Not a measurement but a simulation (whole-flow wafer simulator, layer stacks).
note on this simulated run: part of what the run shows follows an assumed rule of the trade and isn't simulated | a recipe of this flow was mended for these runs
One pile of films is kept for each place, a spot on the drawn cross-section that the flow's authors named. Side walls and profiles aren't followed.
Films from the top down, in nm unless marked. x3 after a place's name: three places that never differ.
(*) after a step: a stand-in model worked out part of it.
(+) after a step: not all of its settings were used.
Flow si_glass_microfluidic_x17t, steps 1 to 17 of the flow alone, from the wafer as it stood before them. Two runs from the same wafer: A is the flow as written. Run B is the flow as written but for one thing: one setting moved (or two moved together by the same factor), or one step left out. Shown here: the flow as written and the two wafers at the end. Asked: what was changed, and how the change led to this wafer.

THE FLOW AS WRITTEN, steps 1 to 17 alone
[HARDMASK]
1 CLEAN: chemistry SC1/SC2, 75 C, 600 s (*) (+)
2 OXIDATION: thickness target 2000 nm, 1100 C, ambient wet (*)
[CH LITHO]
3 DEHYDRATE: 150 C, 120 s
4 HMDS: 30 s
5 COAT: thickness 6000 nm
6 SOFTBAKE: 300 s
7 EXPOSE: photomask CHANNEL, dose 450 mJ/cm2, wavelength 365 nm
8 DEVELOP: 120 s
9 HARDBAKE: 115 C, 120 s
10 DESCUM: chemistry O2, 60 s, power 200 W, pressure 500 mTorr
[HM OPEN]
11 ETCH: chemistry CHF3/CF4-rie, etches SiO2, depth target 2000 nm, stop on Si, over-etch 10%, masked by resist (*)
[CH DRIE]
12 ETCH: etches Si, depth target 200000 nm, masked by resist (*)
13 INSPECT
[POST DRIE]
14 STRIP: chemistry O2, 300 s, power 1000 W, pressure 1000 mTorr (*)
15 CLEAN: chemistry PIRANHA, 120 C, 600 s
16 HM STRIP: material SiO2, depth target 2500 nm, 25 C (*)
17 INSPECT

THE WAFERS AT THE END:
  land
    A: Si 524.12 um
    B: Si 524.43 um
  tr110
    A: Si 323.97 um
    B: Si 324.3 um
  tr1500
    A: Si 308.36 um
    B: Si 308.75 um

The cause: step 2, OXIDATION: thickness target 1280 nm was run, where the flow has thickness target 2000 nm; step 11, ETCH: depth target 1280 nm was run, where the flow has depth target 2000 nm.

How the change led to this, step by step:
  2 OXIDATION: thickness target 2000 nm, 1100 C, ambient wet (*)
      land, tr110, tr1500, tr15: A SiO2 +2000 (new film), chemical SiO2 -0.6 (all of it), Si -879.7 | B SiO2 +1280 (new film), chemical SiO2 -0.6 (all of it), Si -562.9
  11 ETCH: chemistry CHF3/CF4-rie, etches SiO2, depth target 2000 nm, stop on Si, over-etch 10%, masked by resist (*)
      tr110, tr1500, tr15: A SiO2 -2000 (all of it), Si -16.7 | B SiO2 -1280 (all of it), Si -10.7
      land: A thick-i-line-resist -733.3 | B thick-i-line-resist -469.3
  12 ETCH: etches Si, depth target 200000 nm, masked by resist (*)
      tr1500: A Si -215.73 um | B Si -215.67 um
      tr15: A Si -149.99 um | B Si -150.16 um
  14 STRIP: chemistry O2, 300 s, power 1000 W, pressure 1000 mTorr (*)
      land: A thick-i-line-resist -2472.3 (all of it) | B thick-i-line-resist -2737.2 (all of it)
  16 HM STRIP: material SiO2, depth target 2500 nm, 25 C (*)
      land: A SiO2 -2000 (all of it) | B SiO2 -1280 (all of it)
